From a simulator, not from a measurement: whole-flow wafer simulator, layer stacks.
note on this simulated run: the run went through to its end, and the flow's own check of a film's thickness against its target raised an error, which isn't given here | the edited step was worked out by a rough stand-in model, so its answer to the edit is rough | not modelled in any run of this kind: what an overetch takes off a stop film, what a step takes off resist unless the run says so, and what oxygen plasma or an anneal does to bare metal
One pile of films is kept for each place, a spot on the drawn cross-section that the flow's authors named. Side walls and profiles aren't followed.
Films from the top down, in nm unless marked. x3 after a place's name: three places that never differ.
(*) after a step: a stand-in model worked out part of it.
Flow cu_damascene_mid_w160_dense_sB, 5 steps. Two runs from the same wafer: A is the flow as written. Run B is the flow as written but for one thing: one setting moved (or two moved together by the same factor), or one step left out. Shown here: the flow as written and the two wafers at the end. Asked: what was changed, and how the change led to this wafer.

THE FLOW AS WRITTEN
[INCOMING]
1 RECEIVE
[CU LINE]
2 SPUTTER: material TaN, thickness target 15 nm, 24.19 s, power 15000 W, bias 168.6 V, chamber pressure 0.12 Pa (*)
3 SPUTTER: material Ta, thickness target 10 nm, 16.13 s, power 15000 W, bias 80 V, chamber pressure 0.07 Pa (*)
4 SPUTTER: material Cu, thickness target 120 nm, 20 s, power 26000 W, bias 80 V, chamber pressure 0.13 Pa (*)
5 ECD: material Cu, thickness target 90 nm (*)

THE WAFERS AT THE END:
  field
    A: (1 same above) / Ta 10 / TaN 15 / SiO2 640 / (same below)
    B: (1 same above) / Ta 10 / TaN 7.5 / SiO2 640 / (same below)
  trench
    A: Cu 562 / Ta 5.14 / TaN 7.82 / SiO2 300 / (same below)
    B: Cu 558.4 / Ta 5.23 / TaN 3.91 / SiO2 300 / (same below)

The cause: step 2, SPUTTER: thickness target 7.5 nm was run, where the flow has thickness target 15 nm; step 2, SPUTTER: 12.1 s was run, where the flow has 24.19 s.
It can be read off the wafer: field has TaN 7.5, and step 2 as written asks for 15 nm.

How the change led to this, step by step:
  2 SPUTTER: material TaN, thickness target 15 nm, 24.19 s, power 15000 W, bias 168.6 V, chamber pressure 0.12 Pa (*)
      field: A TaN +15 (new film) | B TaN +7.5 (new film)
      trench: A TaN +7.82 (new film) | B TaN +3.91 (new film)
